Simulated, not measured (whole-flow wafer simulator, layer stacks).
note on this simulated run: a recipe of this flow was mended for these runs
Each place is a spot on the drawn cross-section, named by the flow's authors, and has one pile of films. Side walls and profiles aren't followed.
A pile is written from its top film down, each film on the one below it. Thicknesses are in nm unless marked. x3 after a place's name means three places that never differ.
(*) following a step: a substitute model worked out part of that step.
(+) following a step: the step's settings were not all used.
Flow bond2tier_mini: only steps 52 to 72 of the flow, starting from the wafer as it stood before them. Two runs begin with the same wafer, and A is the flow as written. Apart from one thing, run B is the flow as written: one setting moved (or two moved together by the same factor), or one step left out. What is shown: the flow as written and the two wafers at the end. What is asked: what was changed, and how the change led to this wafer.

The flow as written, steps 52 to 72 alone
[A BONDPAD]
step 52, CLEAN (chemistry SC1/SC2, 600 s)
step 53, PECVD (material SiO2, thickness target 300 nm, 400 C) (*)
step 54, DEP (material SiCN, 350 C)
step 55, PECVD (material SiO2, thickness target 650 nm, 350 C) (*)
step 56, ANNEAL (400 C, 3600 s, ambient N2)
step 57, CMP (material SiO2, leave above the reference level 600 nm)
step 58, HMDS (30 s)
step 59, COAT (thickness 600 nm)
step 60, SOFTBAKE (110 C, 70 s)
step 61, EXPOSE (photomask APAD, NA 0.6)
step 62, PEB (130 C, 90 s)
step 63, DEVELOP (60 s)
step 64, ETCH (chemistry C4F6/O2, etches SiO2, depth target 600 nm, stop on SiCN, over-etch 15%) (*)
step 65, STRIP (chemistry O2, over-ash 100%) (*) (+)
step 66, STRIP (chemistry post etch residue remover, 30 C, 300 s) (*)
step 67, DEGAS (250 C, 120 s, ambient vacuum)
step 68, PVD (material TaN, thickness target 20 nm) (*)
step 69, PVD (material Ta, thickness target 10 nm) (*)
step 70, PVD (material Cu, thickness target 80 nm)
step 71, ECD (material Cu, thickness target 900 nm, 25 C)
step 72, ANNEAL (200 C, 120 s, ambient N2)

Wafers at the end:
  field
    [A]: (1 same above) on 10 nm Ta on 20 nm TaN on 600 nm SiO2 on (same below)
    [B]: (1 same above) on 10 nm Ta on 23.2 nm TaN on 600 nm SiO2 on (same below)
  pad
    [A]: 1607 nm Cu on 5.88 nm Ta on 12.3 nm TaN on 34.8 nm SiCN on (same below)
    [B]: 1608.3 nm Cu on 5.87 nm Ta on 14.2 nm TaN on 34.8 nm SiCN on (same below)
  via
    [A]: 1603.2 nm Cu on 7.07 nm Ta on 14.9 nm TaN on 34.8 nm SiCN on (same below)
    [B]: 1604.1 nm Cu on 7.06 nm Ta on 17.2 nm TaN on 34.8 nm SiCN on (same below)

What caused this: step 68, PVD: thickness target 23.2 nm was run, while the flow as written has thickness target 20 nm.
The wafer lets one read it off: field has TaN 23.2, and step 68 as written asks for 20 nm.

How this came from the change, step by step:
  step 68, PVD (material TaN, thickness target 20 nm) (*)
      field: A +20 TaN (new film) | B +23.2 TaN (new film)
      pad: A +12.3 TaN (new film) | B +14.2 TaN (new film)
      (and at 1 other place as well)
